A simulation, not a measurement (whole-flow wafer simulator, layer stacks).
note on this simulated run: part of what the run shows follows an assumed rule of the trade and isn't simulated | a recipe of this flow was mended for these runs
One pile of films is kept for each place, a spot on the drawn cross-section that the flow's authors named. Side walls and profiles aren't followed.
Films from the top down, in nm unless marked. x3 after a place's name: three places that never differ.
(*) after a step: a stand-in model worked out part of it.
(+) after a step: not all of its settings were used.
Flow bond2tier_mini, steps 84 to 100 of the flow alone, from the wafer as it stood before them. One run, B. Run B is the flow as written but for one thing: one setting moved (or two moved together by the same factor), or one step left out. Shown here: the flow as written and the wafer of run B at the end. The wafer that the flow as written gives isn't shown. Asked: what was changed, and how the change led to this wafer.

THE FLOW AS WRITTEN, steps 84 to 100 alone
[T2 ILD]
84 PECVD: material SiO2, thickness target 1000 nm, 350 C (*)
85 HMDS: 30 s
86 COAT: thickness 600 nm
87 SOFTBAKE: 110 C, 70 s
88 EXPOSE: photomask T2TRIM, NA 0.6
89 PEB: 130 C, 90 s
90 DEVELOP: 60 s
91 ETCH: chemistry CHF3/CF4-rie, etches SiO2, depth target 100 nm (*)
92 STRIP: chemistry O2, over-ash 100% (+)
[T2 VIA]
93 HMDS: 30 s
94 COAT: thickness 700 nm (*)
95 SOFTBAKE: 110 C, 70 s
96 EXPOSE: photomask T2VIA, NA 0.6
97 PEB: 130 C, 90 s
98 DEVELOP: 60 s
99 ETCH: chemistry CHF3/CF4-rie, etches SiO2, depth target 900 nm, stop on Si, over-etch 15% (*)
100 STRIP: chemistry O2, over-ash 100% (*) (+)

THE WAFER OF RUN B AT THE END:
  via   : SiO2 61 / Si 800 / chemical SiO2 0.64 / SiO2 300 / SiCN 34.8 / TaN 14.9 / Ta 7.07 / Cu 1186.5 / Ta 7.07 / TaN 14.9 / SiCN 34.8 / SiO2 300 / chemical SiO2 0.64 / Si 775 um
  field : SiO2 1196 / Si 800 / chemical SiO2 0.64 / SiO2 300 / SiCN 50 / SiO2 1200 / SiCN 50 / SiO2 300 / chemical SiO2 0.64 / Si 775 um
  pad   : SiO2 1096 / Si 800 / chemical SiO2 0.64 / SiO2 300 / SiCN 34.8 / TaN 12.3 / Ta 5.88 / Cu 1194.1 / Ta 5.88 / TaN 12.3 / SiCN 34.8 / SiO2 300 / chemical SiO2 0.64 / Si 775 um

The cause: step 84, PECVD: thickness target 1196 nm was run, where the flow has thickness target 1000 nm.
It can be read off the wafer: field has SiO2 1196, and step 84 as written asks for 1000 nm.

How the change led to this, step by step:
  84 PECVD: material SiO2, thickness target 1000 nm, 350 C (*)
      field, pad, via: SiO2 +1196 (new film) (as written it would be: SiO2 +1000 (new film))
  99 ETCH: chemistry CHF3/CF4-rie, etches SiO2, depth target 900 nm, stop on Si, over-etch 15% (*)
      via: SiO2 -1035 (as written it would be: SiO2 -900 (all of it), Si -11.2)
